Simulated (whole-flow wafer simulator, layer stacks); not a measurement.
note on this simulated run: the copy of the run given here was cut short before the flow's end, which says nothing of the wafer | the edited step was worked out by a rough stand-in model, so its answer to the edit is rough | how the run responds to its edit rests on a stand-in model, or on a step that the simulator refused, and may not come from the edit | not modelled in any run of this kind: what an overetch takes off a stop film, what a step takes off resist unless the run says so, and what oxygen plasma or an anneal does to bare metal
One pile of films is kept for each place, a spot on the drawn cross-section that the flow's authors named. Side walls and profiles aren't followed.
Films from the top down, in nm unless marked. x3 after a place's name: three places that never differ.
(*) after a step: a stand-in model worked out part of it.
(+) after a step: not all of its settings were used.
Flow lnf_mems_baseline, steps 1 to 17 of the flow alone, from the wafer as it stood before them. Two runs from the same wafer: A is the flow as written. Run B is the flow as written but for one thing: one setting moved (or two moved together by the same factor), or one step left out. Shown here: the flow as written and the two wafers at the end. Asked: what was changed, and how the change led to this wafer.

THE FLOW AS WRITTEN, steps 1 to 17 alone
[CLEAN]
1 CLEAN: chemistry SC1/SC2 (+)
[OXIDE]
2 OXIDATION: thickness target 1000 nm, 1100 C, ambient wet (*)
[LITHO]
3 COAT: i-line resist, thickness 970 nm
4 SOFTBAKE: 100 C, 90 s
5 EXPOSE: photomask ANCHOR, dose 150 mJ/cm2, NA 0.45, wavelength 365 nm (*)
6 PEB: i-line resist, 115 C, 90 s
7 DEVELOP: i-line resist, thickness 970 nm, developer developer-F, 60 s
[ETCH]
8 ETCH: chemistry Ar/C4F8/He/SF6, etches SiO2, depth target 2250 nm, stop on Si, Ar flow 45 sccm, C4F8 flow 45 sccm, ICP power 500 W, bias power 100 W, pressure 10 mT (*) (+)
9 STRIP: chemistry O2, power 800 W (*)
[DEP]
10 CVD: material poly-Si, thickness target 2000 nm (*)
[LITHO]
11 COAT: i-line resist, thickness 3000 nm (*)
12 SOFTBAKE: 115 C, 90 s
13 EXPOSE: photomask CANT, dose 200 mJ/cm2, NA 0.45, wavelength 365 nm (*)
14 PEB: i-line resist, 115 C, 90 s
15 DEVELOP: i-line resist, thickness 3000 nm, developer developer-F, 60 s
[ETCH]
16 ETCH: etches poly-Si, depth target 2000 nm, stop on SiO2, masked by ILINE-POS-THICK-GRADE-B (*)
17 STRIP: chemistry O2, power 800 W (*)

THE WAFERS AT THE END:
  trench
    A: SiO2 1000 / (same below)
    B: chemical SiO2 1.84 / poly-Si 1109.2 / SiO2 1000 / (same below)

The cause: step 16, ETCH: depth target 890 nm was run, where the flow has depth target 2000 nm.

How the change led to this, step by step:
  16 ETCH: etches poly-Si, depth target 2000 nm, stop on SiO2, masked by ILINE-POS-THICK-GRADE-B (*)
      trench, char_slit: A poly-Si -2000 (all of it) | B poly-Si -890
      field, anchor, beam: A i-line resist -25 | B i-line resist -11.1
  17 STRIP: chemistry O2, power 800 W (*)
      trench, char_slit: A nothing | B chemical SiO2 +1.84 (new film), poly-Si -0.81
